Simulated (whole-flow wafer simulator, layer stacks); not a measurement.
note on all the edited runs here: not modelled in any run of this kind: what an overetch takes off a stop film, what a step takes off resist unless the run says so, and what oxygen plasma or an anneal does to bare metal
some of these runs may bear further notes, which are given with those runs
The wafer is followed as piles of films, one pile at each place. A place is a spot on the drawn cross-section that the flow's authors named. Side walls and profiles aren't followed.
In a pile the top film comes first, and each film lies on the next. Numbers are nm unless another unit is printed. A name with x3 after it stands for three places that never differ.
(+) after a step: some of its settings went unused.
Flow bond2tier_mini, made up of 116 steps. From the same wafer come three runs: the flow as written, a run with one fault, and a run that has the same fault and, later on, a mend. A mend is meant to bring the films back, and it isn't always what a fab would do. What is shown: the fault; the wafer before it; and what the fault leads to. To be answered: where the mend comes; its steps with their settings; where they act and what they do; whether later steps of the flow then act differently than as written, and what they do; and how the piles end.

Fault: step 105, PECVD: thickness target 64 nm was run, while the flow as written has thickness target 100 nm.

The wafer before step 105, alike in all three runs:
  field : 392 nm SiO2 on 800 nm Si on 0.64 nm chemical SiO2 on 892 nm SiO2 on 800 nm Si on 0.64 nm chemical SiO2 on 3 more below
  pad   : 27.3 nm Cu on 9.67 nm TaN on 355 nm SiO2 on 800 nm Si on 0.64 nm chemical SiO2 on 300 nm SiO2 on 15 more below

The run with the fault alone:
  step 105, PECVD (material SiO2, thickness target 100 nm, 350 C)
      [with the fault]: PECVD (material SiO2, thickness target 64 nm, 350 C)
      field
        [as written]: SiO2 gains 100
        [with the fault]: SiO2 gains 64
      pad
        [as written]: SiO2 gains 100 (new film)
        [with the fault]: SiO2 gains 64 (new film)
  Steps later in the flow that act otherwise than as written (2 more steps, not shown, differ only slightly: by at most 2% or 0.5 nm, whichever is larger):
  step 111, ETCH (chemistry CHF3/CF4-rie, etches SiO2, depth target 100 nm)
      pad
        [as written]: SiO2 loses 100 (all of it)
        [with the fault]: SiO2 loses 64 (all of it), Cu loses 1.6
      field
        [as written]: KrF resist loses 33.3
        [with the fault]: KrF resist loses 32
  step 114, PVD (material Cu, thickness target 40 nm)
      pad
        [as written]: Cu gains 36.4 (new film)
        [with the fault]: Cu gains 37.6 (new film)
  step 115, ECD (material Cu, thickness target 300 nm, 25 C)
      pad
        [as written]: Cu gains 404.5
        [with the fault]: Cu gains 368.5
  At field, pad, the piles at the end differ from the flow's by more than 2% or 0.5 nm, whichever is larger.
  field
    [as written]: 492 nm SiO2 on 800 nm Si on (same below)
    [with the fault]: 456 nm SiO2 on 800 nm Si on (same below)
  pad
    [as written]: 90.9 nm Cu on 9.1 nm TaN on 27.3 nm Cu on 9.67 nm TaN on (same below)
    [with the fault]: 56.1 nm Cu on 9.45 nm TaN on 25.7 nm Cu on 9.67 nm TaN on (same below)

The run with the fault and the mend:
  The mend stands after step 110.
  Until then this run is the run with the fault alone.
  step 110a, STRIP (chemistry O2, over-ash 100%) (+)
      field
        KrF resist loses 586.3 (all of it)
  step 110b, PECVD (material SiO2, thickness target 36 nm, 350 C) (the flow's step 105, run once more with other settings)
      field, pad
        SiO2 gains 36
  step 110c, COAT (KrF resist, thickness 600 nm) (the flow's step 106, run once more)
      field, pad
        KrF resist gains 600 (new film)
  step 110d, SOFTBAKE (KrF resist) (the flow's step 107, run once more)
      alters no film at any place that is followed
  step 110e, EXPOSE (photomask T3PAD, NA 0.6) (the flow's step 108, run once more)
      alters no film at any place that is followed
  step 110f, PEB (KrF resist) (the flow's step 109, run once more)
      alters no film at any place that is followed
  step 110g, DEVELOP (developer TMAH-0.26N, 60 s) (the flow's step 110, run once more)
      field
        KrF resist loses 13.7
      pad
        KrF resist loses 600 (all of it)
  Later steps of the flow that are run all act as written at every place that is followed.
  The piles end the same as the flow's at every place that both follow.
